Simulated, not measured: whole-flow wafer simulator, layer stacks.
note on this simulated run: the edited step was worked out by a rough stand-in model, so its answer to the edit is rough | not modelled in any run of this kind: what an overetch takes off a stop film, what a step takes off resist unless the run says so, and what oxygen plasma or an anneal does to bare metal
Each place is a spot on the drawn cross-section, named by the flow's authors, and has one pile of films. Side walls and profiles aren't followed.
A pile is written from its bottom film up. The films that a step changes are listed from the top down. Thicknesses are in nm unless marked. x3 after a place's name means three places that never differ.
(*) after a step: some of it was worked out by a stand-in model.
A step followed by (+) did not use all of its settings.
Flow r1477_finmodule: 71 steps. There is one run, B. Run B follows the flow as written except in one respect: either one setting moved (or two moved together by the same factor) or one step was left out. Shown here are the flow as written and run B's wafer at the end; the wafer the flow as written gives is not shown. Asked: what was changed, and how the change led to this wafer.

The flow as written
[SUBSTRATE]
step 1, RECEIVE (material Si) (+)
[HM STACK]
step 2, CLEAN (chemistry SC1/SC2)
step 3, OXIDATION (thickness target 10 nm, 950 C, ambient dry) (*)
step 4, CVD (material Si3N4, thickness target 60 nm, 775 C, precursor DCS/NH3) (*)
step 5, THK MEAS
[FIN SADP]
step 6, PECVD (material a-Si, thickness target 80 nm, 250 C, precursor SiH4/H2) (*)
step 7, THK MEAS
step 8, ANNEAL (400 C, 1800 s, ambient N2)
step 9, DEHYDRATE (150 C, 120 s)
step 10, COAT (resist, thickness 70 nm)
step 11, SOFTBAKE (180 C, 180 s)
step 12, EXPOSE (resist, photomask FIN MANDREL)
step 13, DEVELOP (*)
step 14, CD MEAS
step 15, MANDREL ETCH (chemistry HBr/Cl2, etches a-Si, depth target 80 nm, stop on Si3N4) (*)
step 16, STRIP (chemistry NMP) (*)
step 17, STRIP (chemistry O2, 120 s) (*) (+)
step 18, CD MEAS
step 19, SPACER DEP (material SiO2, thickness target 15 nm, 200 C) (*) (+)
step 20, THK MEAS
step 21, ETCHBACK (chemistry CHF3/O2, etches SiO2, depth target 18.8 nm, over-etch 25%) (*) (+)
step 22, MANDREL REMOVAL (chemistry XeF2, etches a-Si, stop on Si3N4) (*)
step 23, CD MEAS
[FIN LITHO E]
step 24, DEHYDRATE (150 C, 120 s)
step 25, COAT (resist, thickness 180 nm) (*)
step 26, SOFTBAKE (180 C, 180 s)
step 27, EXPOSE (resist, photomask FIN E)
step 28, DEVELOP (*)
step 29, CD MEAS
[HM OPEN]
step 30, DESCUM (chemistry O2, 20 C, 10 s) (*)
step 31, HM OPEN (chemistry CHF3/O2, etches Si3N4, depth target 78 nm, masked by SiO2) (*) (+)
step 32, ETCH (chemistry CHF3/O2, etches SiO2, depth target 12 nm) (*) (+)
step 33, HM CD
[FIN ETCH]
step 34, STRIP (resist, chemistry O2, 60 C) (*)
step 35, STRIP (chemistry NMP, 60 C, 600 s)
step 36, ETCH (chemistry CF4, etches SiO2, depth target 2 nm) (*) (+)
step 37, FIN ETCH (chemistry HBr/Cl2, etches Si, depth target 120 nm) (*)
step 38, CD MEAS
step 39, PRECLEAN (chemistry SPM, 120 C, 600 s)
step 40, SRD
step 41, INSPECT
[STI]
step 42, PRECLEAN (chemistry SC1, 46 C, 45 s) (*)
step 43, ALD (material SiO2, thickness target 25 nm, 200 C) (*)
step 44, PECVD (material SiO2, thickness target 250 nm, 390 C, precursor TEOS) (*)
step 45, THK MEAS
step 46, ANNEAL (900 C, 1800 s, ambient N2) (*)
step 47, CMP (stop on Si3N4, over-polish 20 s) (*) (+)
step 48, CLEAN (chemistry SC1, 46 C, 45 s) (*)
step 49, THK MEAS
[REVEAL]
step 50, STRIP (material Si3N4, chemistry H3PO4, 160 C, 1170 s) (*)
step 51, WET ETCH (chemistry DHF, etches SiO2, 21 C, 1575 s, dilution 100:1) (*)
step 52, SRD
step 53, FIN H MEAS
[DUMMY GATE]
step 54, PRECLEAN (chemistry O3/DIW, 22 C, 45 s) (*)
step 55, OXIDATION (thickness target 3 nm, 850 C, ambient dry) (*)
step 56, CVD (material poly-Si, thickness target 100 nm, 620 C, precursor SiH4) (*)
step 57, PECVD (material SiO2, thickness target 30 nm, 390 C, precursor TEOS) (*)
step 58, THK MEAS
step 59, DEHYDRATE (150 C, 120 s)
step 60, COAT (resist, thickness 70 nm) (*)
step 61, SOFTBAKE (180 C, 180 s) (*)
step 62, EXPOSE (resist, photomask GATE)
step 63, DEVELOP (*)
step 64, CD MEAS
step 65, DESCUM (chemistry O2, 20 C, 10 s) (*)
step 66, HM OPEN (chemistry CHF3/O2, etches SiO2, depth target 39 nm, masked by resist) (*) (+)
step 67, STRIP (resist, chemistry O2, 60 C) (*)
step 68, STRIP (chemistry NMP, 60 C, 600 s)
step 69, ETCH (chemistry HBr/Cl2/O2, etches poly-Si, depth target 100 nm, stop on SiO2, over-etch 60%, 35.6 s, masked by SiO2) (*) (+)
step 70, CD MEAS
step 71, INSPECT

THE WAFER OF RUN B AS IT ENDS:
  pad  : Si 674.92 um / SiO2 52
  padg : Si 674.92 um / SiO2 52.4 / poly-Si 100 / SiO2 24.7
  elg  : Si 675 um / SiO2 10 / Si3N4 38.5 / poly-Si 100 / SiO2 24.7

The reason: step 37, FIN ETCH: depth target 69 nm was run, while the flow as written has depth target 120 nm.

How this came from the change, step by step:
  step 37, FIN ETCH (chemistry HBr/Cl2, etches Si, depth target 120 nm) (*)
      pad, padg, esg and 19 more: -69 Si (it would be, as written: -120 Si)
      elg, e40lg, e100lg, e200lg, elo, e40lo, e100lo, e200lo: -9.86 Si3N4 (it would be, as written: -17.1 Si3N4)
      (and at 6 other places as well)
  step 43, ALD (material SiO2, thickness target 25 nm, 200 C) (*)
      s40cg, s45cg, s50cg, s40co, s45co, s50co: +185 SiO2 (new film) (it would be, as written: +232.1 SiO2 (new film))
      esg: +150.5 SiO2 (new film) (it would be, as written: +194.3 SiO2 (new film))
  step 47, CMP (stop on Si3N4, over-polish 20 s) (*) (+)
      pad, padg, e40sg and 11 more: -122.8 SiO2 (it would be, as written: -71.8 SiO2)
      elg, esg, e40lg and 6 more: -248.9 SiO2 (it would be, as written: -241.6 SiO2)
      (and at 1 other place as well)
  step 51, WET ETCH (chemistry DHF, etches SiO2, 21 C, 1575 s, dilution 100:1) (*)
      elg, e40lg, e100lg, e200lg, elo, e40lo, e100lo, e200lo: -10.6 SiO2 (all of it), -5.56 Si3N4 (it would be, as written: -17.8 SiO2 (all of it), -4.97 Si3N4)
  step 56, CVD (material poly-Si, thickness target 100 nm, 620 C, precursor SiH4) (*)
      esg: +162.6 poly-Si (new film) (it would be, as written: +156 poly-Si (new film))
  step 60, COAT (resist, thickness 70 nm) (*)
      e40sg, eso, e40so: +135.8 resist (new film) (it would be, as written: +129.5 resist (new film))
      e100sg, e100so: +135.7 resist (new film) (it would be, as written: +129.4 resist (new film))
      (and at 2 other places as well)
  step 63, DEVELOP (*)
      eso, e40so: -135.8 resist (all of it) (it would be, as written: -129.5 resist (all of it))
      e100so: -135.7 resist (all of it) (it would be, as written: -129.4 resist (all of it))
      (and at 1 other place as well)
  step 67, STRIP (resist, chemistry O2, 60 C) (*)
      e40sg: -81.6 resist (all of it) (it would be, as written: -75.4 resist (all of it))
      e100sg: -81.6 resist (all of it) (it would be, as written: -75.3 resist (all of it))
      (and at 1 other place as well)
